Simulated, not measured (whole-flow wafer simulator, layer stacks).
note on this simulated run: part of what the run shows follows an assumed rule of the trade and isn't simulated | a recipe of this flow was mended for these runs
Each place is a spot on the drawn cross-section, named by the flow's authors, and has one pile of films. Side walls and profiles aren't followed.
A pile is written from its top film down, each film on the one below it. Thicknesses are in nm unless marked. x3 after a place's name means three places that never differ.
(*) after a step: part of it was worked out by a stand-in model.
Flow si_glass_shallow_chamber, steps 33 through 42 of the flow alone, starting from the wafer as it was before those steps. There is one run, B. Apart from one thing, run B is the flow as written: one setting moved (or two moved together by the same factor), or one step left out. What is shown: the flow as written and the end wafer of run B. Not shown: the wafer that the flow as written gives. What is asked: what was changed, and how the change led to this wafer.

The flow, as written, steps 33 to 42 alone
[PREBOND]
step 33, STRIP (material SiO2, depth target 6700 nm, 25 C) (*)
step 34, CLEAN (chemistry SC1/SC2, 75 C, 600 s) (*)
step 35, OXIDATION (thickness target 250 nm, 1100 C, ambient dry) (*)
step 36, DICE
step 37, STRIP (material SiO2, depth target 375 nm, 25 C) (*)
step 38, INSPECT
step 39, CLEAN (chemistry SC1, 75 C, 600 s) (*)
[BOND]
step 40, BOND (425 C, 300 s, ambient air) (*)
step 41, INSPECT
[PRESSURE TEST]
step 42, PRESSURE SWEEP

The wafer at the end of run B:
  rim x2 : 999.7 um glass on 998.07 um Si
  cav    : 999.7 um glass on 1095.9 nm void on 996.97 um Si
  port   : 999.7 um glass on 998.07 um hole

The reason: step 39, CLEAN: chemistry SC1, 75 C, 600 s (*), was omitted.

How this came from the change, step by step:
  (no step that both runs have acts differently by more than 2% or 0.5 nm, whichever is larger)
